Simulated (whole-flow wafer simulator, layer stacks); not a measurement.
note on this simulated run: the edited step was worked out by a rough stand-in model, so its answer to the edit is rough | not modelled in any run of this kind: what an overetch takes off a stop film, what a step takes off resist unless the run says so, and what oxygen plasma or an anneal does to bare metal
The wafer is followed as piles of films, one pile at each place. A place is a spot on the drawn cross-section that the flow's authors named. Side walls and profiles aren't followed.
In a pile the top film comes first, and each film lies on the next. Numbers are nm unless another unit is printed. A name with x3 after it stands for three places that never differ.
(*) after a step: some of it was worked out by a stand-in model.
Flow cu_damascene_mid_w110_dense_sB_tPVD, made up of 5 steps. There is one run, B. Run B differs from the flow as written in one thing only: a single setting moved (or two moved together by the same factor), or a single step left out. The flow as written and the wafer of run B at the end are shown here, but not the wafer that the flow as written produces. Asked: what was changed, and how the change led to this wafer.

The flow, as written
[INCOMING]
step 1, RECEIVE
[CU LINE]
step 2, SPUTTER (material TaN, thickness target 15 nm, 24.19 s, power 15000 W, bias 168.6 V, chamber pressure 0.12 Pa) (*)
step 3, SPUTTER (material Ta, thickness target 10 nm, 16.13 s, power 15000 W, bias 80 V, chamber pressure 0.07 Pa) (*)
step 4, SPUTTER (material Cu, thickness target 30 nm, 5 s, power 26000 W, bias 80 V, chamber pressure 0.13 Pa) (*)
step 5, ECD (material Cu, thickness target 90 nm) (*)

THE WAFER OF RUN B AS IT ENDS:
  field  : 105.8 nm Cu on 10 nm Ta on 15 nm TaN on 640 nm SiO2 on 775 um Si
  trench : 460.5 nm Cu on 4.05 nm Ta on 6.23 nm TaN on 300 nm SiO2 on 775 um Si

Cause: step 4, SPUTTER: thickness target 15.8 nm was run, though the flow has thickness target 30 nm; step 4, SPUTTER: 2.62 s was run, where the flow has 5 s.

How this came from the change, step by step:
  step 4, SPUTTER (material Cu, thickness target 30 nm, 5 s, power 26000 W, bias 80 V, chamber pressure 0.13 Pa) (*)
      field: +15.8 Cu (new film) (as written it would have been: +30 Cu (new film))
      trench: +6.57 Cu (new film) (as written it would have been: +12.5 Cu (new film))
